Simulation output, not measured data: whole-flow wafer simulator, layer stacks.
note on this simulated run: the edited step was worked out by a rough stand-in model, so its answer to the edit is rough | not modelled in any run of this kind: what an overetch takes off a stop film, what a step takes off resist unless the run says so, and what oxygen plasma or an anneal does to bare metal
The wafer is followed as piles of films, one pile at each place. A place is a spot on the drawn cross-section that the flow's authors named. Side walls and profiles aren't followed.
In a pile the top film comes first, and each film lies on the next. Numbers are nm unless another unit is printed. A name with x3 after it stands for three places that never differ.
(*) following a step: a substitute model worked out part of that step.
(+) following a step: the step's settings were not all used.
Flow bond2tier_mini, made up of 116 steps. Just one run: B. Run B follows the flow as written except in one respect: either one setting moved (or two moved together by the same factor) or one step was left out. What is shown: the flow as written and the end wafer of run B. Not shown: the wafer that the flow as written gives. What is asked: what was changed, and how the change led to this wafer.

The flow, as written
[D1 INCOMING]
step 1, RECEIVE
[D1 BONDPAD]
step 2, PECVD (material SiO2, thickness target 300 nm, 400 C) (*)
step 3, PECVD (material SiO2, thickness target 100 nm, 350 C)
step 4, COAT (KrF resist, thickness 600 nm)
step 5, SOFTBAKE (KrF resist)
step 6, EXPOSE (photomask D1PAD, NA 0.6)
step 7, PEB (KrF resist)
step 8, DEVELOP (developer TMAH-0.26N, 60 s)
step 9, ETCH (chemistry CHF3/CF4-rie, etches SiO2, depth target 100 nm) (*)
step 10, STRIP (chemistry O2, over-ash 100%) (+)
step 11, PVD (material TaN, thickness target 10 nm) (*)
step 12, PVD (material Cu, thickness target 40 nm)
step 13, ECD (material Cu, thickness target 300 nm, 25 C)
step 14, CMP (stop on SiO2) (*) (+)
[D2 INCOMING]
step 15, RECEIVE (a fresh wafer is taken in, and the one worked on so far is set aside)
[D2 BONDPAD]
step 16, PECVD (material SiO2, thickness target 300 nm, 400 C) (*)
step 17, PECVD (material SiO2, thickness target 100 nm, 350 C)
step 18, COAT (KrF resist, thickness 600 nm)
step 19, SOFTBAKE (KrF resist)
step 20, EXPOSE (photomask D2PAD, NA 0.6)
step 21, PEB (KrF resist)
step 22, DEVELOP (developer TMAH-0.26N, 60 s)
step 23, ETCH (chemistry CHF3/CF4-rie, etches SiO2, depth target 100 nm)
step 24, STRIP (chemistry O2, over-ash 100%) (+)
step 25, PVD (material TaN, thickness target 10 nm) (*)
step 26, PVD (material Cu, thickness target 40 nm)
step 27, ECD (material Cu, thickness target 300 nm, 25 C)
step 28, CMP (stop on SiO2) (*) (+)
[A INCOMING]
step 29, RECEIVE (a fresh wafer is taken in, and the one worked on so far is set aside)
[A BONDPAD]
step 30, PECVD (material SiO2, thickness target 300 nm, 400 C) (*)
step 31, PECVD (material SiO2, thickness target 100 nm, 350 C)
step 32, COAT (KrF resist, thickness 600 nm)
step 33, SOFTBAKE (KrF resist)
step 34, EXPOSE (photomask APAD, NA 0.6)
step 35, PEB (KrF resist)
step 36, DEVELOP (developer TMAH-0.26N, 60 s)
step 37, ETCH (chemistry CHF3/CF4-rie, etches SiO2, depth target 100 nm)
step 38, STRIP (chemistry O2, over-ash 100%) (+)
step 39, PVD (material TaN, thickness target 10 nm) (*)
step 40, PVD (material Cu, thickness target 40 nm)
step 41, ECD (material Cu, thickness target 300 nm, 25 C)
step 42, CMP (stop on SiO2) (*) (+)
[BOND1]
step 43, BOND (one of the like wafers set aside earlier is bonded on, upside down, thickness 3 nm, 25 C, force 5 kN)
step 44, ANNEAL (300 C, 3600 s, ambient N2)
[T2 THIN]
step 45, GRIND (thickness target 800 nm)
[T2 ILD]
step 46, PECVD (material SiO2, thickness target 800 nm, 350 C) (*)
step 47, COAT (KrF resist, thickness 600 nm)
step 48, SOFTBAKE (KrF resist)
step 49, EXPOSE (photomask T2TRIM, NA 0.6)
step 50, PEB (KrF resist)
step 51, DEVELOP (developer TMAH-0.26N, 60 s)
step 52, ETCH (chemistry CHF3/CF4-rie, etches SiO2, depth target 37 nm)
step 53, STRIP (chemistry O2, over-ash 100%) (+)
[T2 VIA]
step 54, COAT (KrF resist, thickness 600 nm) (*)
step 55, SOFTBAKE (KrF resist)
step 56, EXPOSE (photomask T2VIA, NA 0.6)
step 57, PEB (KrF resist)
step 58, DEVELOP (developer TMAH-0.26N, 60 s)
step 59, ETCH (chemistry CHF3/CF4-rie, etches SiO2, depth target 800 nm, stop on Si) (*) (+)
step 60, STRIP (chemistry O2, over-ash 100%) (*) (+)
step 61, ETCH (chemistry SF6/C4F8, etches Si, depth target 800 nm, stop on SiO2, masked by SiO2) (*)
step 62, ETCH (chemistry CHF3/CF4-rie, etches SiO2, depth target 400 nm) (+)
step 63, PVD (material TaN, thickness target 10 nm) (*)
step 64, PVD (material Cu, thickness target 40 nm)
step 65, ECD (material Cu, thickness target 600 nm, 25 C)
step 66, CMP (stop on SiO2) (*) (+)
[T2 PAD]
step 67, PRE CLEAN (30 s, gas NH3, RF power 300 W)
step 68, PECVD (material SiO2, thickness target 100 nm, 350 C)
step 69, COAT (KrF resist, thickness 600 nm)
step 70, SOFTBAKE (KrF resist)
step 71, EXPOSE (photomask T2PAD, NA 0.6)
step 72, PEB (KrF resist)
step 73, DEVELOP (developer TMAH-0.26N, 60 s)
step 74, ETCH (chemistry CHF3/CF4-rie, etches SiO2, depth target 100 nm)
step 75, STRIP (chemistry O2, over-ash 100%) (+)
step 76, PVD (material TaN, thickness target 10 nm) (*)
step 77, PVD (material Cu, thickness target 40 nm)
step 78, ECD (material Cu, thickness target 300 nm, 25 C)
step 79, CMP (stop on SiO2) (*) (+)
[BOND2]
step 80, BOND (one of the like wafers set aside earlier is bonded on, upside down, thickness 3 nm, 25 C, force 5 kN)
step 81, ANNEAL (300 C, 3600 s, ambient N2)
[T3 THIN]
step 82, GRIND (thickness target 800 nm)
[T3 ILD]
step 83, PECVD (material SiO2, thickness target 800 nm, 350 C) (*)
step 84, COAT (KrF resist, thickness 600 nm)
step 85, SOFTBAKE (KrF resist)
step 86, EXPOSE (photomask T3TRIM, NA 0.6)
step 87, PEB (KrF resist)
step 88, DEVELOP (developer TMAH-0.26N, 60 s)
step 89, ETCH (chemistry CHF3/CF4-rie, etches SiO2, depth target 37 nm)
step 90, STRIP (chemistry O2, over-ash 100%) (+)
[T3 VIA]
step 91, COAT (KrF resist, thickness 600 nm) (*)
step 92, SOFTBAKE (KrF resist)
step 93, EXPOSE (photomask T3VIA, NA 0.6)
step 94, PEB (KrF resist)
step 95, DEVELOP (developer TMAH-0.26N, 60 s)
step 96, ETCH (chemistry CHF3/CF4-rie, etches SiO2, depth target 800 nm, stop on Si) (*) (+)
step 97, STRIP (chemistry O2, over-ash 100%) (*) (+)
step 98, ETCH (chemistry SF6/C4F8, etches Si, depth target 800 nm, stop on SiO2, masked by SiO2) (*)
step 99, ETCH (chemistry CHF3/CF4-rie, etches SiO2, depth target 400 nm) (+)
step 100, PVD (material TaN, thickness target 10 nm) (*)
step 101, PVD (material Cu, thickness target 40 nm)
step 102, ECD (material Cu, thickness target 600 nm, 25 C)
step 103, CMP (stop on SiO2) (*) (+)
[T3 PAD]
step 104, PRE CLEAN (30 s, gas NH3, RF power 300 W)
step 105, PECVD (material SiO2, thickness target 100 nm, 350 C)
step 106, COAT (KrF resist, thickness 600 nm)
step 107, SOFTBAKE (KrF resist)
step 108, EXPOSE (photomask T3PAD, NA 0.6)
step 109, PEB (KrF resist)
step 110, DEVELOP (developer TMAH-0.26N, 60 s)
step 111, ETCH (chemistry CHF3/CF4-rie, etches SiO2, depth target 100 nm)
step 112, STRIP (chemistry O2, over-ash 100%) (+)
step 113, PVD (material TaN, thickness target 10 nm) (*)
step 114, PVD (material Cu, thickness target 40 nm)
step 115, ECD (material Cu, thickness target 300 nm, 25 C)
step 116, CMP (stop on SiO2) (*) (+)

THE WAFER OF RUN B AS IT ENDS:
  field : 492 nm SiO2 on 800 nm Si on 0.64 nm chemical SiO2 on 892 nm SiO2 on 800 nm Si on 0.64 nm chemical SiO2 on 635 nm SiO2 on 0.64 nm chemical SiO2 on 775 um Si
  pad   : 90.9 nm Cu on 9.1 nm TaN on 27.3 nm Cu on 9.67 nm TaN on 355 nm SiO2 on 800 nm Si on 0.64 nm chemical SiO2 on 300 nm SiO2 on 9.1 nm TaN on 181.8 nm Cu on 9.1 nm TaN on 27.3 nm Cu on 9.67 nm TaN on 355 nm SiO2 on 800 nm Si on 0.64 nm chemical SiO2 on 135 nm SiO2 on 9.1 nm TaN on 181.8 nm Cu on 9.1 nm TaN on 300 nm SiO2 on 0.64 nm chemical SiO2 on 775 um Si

What caused this: step 2, PECVD: thickness target 135 nm was run, though the flow has thickness target 300 nm.
The wafer itself shows it: pad has SiO2 135, and step 2 as written asks for 300 nm.

The path from the change to this, step by step:
  step 2, PECVD (material SiO2, thickness target 300 nm, 400 C) (*)
      field, pad, via: SiO2 gains 135 (new film) (as written it would have been: SiO2 gains 300 (new film))
  step 43, BOND (one of the like wafers set aside earlier is bonded on, upside down, thickness 3 nm, 25 C, force 5 kN)
      field: Si gains 775 um (new film), chemical SiO2 gains 0.64 (new film), SiO2 gains 235 (as written it would have been: Si gains 775 um (new film), chemical SiO2 gains 0.64 (new film), SiO2 gains 400)
      pad: Si gains 775 um (new film), chemical SiO2 gains 0.64 (new film), SiO2 gains 135 (new film), TaN gains 9.1 (new film), Cu gains 90.9 (as written it would have been: Si gains 775 um (new film), chemical SiO2 gains 0.64 (new film), SiO2 gains 300 (new film), TaN gains 9.1 (new film), Cu gains 90.9)
      (also at 1 further place)
